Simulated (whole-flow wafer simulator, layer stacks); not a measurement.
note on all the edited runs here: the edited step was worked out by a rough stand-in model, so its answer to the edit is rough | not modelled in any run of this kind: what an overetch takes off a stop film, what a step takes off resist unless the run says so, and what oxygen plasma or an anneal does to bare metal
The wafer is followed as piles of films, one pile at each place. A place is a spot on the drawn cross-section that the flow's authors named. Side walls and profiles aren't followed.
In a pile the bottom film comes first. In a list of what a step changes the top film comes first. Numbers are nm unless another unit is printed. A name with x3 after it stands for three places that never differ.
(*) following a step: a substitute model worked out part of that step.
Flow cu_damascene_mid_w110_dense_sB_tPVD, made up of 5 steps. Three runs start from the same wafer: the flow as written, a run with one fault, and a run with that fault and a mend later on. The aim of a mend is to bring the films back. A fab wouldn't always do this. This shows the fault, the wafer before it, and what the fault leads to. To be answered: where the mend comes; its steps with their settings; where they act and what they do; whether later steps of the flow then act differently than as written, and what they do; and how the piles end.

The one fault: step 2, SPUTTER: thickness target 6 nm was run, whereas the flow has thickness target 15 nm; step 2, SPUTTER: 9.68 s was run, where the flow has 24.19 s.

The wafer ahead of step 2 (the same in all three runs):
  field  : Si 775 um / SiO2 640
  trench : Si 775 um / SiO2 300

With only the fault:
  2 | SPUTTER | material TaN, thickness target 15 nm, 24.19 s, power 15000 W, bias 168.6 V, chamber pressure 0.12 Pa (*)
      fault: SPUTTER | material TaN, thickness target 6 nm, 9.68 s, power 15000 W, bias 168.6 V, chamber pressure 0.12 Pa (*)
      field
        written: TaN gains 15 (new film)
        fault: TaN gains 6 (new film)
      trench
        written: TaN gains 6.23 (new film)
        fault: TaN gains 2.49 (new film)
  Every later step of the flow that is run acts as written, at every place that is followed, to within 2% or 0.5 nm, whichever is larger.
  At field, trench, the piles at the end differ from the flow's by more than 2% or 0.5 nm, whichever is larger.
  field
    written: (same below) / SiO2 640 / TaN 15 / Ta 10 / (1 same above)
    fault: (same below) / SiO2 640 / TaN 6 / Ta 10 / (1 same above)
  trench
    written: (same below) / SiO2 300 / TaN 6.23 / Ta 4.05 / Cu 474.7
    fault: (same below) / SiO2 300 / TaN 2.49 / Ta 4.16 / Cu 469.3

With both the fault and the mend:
  The mend follows step 2.
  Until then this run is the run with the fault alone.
  2a | SPUTTER | material TaN, thickness target 9 nm, 14.51 s, power 15000 W, bias 168.6 V, chamber pressure 0.12 Pa (*) (the flow's step 2, run once more with other settings)
      field
        TaN gains 9
      trench
        TaN gains 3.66
  Every later step of the flow that is run acts as written, at every place that is followed, to within 2% or 0.5 nm, whichever is larger.
  At the end the piles are close to the flow's at the places that both follow, differing by at most 2% or 0.5 nm, whichever is larger.
